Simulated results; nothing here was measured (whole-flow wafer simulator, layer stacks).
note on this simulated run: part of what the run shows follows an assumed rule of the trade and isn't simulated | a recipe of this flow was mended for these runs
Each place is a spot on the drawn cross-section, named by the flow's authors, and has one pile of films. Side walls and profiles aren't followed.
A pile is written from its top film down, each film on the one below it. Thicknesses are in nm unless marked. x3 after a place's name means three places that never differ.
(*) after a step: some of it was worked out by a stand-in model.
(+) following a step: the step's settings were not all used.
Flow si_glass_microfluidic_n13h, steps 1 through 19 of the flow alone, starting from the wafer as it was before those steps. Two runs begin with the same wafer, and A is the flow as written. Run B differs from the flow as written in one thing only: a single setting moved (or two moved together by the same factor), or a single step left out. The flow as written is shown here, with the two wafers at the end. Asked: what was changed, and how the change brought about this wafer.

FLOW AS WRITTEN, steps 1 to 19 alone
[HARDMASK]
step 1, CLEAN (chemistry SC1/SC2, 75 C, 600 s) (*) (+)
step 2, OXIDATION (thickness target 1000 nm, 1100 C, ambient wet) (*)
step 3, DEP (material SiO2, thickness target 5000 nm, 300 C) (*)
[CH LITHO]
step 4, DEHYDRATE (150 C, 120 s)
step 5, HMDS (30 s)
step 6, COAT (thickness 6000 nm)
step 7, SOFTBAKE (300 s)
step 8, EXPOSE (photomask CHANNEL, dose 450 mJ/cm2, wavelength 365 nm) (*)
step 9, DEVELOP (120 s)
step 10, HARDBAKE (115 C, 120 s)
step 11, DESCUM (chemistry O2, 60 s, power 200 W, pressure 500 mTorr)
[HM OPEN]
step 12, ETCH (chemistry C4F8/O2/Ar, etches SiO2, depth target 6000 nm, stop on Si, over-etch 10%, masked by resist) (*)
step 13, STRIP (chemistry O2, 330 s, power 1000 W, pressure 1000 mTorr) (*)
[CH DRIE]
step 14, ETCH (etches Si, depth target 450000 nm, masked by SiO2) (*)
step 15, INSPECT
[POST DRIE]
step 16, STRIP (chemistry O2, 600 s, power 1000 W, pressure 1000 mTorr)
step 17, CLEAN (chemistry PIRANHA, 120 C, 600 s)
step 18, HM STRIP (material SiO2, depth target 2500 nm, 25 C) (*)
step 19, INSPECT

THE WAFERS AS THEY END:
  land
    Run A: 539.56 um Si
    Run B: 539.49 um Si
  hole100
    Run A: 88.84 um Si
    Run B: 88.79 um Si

Cause: step 2, OXIDATION: thickness target 1150 nm was run, though the flow has thickness target 1000 nm.

Step by step, how the change led to this:
  step 2, OXIDATION (thickness target 1000 nm, 1100 C, ambient wet) (*)
      land, hole100: A SiO2 gains 1000 (new film), chemical SiO2 loses 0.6 (all of it), Si loses 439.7 | B SiO2 gains 1150 (new film), chemical SiO2 loses 0.6 (all of it), Si loses 505.7
  step 12, ETCH (chemistry C4F8/O2/Ar, etches SiO2, depth target 6000 nm, stop on Si, over-etch 10%, masked by resist) (*)
      hole100: A SiO2 loses 6000 (all of it), Si loses 75 | B SiO2 loses 6150 (all of it), Si loses 56.2
  step 18, HM STRIP (material SiO2, depth target 2500 nm, 25 C) (*)
      land: A SiO2 loses 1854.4 (all of it) | B SiO2 loses 2004.1 (all of it)
